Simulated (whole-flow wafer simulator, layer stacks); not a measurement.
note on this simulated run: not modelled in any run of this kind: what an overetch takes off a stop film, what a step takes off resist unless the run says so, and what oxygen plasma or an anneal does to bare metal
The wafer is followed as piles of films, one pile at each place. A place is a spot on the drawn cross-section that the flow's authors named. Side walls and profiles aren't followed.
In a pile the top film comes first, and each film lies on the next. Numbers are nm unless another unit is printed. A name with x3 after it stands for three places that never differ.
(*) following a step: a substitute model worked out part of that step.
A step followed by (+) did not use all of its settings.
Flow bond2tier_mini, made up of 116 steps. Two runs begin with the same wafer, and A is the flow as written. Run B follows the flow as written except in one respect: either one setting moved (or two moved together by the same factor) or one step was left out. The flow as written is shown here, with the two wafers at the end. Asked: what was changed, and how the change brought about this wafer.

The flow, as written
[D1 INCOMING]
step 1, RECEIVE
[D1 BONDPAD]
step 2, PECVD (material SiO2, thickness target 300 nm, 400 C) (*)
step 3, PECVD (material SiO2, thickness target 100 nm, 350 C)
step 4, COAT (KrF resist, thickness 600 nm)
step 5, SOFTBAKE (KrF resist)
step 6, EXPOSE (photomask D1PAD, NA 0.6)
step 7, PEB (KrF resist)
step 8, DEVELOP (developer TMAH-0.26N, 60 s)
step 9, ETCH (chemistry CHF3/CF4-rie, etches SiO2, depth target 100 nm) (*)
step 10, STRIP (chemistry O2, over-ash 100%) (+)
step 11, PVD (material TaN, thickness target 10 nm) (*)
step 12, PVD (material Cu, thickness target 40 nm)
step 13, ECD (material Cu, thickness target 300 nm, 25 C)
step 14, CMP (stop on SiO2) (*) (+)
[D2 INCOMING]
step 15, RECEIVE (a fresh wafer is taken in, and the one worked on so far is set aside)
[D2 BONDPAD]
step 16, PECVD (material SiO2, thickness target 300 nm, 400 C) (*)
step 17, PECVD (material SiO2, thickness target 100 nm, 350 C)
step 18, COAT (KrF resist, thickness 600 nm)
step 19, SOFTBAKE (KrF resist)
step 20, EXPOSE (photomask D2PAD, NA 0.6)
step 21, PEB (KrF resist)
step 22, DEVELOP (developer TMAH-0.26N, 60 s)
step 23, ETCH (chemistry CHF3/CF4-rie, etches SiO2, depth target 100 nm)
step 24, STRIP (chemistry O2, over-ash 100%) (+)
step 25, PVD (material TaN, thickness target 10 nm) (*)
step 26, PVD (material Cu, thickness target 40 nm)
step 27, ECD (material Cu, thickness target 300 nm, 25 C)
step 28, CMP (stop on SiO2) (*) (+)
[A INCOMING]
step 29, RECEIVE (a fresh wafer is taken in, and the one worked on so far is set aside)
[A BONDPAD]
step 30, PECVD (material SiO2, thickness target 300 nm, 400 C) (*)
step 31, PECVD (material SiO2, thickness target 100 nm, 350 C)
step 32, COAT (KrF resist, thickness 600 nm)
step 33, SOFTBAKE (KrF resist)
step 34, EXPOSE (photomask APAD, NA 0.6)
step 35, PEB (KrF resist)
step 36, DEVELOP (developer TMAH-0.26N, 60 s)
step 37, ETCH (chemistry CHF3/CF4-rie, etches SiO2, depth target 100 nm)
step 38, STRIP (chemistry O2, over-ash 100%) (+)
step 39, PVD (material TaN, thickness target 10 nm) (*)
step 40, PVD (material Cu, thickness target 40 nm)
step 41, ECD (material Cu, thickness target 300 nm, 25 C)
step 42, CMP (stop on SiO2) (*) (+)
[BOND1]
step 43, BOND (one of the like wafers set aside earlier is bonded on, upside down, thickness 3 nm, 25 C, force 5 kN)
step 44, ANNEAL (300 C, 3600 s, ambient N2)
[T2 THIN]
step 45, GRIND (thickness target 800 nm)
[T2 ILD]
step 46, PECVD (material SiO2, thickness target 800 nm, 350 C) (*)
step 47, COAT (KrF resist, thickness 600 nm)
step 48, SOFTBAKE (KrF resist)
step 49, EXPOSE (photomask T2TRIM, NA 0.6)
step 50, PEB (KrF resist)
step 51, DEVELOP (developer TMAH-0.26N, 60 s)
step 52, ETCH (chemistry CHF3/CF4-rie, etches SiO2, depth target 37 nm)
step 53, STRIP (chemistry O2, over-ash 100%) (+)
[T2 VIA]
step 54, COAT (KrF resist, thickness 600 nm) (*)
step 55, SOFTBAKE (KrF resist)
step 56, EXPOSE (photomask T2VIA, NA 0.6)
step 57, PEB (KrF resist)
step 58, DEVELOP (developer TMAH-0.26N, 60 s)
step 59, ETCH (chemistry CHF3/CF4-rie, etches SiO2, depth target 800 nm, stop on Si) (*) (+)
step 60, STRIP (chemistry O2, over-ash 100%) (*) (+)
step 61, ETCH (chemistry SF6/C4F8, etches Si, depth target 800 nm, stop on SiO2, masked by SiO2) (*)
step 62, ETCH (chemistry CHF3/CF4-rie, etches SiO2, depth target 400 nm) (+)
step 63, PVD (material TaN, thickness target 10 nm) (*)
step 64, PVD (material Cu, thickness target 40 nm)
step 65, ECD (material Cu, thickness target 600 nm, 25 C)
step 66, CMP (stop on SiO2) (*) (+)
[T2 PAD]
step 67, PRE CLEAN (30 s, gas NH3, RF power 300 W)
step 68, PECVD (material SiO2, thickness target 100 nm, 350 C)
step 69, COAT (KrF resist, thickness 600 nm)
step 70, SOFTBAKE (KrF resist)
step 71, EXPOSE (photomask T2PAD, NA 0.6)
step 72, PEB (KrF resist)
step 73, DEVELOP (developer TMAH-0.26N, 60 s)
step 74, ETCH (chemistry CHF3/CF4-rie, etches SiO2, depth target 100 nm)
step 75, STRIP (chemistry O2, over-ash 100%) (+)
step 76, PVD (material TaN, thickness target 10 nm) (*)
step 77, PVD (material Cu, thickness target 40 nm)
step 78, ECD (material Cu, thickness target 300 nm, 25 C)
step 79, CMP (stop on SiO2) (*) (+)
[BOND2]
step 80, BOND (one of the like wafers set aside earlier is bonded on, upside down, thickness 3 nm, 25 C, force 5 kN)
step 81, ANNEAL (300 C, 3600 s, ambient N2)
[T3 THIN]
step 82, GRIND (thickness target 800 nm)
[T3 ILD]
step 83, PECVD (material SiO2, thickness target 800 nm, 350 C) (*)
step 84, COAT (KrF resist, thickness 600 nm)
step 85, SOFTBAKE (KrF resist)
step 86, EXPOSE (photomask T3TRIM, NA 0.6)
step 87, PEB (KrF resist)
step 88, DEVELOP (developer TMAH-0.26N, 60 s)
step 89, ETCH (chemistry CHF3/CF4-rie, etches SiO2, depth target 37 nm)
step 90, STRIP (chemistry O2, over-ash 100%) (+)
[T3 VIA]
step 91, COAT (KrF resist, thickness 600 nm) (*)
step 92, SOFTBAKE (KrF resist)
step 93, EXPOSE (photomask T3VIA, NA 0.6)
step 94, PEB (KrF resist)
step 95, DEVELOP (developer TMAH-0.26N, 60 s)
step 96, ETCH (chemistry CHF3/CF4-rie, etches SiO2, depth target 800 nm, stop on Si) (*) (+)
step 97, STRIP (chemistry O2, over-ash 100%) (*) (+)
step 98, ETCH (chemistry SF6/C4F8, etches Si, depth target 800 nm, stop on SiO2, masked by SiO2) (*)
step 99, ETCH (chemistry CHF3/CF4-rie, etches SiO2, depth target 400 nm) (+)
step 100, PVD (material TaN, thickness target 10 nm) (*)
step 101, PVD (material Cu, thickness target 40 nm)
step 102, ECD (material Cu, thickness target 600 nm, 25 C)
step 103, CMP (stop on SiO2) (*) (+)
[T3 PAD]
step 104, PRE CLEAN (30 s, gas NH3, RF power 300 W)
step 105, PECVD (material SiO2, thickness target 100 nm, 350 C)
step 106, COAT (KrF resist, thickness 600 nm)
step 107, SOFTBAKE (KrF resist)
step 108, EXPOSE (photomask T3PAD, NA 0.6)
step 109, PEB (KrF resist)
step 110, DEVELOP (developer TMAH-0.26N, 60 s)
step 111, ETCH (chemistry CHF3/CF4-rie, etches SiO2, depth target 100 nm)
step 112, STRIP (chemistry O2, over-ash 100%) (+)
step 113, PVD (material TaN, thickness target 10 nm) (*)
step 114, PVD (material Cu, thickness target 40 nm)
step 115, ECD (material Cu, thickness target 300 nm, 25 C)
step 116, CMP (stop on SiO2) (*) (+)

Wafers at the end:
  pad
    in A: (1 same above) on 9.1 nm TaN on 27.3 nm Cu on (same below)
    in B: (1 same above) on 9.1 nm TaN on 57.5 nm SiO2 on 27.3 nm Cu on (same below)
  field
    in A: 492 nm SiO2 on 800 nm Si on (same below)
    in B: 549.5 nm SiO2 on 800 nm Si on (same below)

What caused this: step 105, PECVD: thickness target 157.5 nm was run, though the flow has thickness target 100 nm.

The path from the change to this, step by step:
  step 105, PECVD (material SiO2, thickness target 100 nm, 350 C)
      field: A +100 SiO2 | B +157.5 SiO2
      pad: A +100 SiO2 (new film) | B +157.5 SiO2 (new film)
  step 111, ETCH (chemistry CHF3/CF4-rie, etches SiO2, depth target 100 nm)
      pad: A -100 SiO2 (all of it) | B -100 SiO2
If metal films that touch count as one body, pad has 4 bodies (between them, from the top down: SiO2 57.5; SiO2 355 / Si 800 / chemical SiO2 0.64 / SiO2 300; SiO2 355 / Si 800 / chemical SiO2 0.64 / SiO2 300); the flow as written gives 3 bodies (between them, from the top down: SiO2 355 / Si 800 / chemical SiO2 0.64 / SiO2 300; SiO2 355 / Si 800 / chemical SiO2 0.64 / SiO2 300).
